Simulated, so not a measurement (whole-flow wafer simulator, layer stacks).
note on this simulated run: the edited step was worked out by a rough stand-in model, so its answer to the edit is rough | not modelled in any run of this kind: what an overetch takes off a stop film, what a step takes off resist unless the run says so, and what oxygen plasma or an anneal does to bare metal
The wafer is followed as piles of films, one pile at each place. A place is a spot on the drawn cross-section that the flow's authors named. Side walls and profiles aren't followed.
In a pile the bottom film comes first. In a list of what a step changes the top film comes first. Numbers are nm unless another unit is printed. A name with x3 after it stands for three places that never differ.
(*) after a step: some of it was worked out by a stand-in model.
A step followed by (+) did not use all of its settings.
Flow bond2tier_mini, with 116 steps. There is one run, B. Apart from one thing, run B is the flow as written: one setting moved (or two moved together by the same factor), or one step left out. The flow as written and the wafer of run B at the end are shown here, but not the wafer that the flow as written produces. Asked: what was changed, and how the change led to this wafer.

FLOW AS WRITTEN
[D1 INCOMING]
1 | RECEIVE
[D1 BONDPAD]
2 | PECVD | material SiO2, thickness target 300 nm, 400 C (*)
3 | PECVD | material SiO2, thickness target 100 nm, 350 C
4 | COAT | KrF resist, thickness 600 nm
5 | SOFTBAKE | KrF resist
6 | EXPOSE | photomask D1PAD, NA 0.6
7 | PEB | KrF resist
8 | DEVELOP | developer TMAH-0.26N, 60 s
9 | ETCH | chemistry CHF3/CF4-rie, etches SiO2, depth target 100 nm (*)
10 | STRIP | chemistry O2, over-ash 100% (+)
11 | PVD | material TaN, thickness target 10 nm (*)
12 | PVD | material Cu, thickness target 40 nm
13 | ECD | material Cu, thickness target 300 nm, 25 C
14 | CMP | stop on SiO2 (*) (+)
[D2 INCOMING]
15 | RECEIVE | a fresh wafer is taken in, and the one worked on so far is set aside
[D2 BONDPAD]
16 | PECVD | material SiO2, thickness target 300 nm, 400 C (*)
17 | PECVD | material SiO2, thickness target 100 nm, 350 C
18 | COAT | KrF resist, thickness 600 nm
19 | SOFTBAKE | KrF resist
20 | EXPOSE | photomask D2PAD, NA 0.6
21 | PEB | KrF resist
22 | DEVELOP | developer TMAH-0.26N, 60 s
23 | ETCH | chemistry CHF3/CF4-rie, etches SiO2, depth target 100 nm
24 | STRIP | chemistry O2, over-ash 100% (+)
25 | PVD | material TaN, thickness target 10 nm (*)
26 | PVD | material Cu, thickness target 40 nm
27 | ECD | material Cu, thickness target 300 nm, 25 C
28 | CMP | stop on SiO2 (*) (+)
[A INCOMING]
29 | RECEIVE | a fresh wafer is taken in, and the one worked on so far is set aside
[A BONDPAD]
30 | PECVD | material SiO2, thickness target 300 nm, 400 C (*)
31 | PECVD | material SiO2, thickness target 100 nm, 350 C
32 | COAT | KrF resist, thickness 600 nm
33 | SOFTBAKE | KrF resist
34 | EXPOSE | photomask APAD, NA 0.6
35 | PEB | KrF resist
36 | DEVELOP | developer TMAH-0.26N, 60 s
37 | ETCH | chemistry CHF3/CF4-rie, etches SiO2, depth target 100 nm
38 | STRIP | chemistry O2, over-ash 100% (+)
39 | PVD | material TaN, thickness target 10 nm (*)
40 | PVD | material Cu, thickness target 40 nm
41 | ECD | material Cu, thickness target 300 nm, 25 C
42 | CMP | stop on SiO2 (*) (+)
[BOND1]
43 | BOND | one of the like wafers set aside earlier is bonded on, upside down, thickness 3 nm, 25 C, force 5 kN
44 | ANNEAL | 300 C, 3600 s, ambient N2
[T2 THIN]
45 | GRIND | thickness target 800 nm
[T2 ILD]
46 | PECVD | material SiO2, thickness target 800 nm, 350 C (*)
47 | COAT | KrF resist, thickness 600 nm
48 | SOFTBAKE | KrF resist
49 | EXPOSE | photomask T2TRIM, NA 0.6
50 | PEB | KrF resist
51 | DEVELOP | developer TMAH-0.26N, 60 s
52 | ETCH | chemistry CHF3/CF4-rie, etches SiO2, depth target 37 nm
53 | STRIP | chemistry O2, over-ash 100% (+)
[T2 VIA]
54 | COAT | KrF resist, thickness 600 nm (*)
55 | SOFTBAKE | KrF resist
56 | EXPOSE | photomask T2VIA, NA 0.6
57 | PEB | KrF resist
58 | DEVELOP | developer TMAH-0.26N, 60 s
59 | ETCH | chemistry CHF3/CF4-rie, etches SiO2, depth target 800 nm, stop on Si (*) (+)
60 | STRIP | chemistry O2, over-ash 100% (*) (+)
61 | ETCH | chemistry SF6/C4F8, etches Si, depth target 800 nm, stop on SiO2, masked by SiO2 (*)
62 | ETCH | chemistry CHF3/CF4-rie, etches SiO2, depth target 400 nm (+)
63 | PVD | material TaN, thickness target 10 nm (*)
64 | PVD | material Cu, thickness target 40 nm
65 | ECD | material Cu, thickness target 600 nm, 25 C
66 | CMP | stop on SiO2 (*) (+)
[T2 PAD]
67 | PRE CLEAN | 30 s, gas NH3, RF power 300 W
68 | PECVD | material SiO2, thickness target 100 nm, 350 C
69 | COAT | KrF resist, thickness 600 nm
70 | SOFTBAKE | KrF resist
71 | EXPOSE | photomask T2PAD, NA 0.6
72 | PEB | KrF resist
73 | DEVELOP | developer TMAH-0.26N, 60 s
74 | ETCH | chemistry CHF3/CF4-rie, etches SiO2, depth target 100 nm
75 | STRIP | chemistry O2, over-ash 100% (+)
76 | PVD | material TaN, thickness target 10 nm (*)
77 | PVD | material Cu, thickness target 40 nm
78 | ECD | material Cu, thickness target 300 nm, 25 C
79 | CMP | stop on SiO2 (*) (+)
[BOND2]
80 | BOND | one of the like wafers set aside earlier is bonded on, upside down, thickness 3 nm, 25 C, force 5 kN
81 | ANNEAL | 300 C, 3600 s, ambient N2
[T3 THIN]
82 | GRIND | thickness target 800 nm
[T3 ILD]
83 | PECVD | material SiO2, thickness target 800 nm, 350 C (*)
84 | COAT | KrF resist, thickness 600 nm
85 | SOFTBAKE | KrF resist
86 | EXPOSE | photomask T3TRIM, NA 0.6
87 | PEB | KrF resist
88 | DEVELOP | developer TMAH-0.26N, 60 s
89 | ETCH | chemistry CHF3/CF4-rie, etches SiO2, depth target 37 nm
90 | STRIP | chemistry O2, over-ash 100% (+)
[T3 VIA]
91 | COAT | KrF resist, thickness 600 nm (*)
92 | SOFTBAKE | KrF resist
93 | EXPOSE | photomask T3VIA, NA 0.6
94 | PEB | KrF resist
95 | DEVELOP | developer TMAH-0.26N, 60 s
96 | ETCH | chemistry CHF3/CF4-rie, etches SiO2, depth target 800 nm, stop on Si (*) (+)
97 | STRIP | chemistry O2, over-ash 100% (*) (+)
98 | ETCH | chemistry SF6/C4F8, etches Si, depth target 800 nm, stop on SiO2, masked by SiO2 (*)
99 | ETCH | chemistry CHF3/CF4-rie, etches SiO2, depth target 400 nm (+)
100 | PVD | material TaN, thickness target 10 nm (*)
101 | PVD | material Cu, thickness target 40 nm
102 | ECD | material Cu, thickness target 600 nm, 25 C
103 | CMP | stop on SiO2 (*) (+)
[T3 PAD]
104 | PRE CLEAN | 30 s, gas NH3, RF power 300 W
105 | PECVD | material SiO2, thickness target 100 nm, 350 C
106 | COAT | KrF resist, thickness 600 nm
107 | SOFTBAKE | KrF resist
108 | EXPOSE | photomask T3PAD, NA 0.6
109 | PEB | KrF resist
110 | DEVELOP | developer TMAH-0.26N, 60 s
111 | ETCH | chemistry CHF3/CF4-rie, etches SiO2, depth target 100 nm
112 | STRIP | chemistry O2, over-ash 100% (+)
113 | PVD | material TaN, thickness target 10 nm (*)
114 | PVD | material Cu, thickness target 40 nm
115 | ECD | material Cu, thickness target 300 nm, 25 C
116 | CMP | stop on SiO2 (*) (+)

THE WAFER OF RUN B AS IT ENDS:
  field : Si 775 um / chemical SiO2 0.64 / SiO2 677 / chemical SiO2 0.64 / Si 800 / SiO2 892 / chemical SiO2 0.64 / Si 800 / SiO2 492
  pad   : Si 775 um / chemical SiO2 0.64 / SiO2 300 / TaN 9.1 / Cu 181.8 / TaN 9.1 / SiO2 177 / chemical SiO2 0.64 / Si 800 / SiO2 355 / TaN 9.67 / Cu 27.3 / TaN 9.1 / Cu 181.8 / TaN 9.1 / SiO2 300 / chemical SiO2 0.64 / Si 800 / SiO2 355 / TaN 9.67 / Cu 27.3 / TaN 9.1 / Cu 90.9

The reason: step 2, PECVD: thickness target 177 nm was run, while the flow as written has thickness target 300 nm.
The wafer lets one read it off: pad has SiO2 177, and step 2 as written asks for 300 nm.

Step by step, how the change led to this:
  2 | PECVD | material SiO2, thickness target 300 nm, 400 C (*)
      field, pad, via: SiO2 gains 177 (new film) (it would be, as written: SiO2 gains 300 (new film))
  43 | BOND | one of the like wafers set aside earlier is bonded on, upside down, thickness 3 nm, 25 C, force 5 kN
      field: Si gains 775 um (new film), chemical SiO2 gains 0.64 (new film), SiO2 gains 277 (it would be, as written: Si gains 775 um (new film), chemical SiO2 gains 0.64 (new film), SiO2 gains 400)
      pad: Si gains 775 um (new film), chemical SiO2 gains 0.64 (new film), SiO2 gains 177 (new film), TaN gains 9.1 (new film), Cu gains 90.9 (it would be, as written: Si gains 775 um (new film), chemical SiO2 gains 0.64 (new film), SiO2 gains 300 (new film), TaN gains 9.1 (new film), Cu gains 90.9)
      (and at 1 other place as well)
